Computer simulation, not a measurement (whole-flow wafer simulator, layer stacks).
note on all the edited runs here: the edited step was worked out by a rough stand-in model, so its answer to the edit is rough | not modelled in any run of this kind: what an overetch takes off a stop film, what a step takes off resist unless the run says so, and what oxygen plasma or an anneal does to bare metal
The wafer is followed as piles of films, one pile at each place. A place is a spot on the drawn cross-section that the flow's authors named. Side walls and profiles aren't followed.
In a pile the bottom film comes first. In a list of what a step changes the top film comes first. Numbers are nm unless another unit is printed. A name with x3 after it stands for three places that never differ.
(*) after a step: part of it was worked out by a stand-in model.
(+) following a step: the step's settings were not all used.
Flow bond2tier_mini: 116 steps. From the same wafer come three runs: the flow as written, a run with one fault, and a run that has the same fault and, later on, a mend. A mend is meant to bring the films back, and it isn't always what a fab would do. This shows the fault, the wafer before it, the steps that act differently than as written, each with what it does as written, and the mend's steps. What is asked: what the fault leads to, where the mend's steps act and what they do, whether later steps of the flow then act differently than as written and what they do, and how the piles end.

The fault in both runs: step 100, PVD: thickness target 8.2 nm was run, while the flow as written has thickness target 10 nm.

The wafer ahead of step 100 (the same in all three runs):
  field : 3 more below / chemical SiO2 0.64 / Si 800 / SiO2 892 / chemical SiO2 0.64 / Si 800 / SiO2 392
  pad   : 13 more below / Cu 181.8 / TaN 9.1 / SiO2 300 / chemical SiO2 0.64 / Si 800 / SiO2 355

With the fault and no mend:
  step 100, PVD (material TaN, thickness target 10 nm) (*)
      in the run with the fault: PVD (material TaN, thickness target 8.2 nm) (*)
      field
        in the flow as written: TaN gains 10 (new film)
        in the run with the fault: TaN gains 8.2 (new film)
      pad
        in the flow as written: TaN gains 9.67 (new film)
        in the run with the fault: TaN gains 7.93 (new film)
  Later steps of the flow acting differently than as written (not shown: 1 more step that differs only slightly, by at most 2% or 0.5 nm, whichever is larger):
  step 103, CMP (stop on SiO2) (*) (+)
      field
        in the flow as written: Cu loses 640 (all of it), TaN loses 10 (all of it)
        in the run with the fault: Cu loses 640 (all of it), TaN loses 8.2 (all of it)
  By the end, the piles at pad depart from the flow's by more than 2% or 0.5 nm, whichever is larger.
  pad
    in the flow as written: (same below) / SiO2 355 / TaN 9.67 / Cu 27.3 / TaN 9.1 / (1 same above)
    in the run with the fault: (same below) / SiO2 355 / TaN 7.93 / Cu 29.1 / TaN 9.1 / (1 same above)

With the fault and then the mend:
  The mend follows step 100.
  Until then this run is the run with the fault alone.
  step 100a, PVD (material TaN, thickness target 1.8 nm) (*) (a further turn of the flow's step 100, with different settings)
      field
        TaN gains 1.8
      pad
        TaN gains 1.74
  Later steps of the flow that are run all act as written at every place that is followed.
  At every place that both follow, the piles at the end match the flow's.
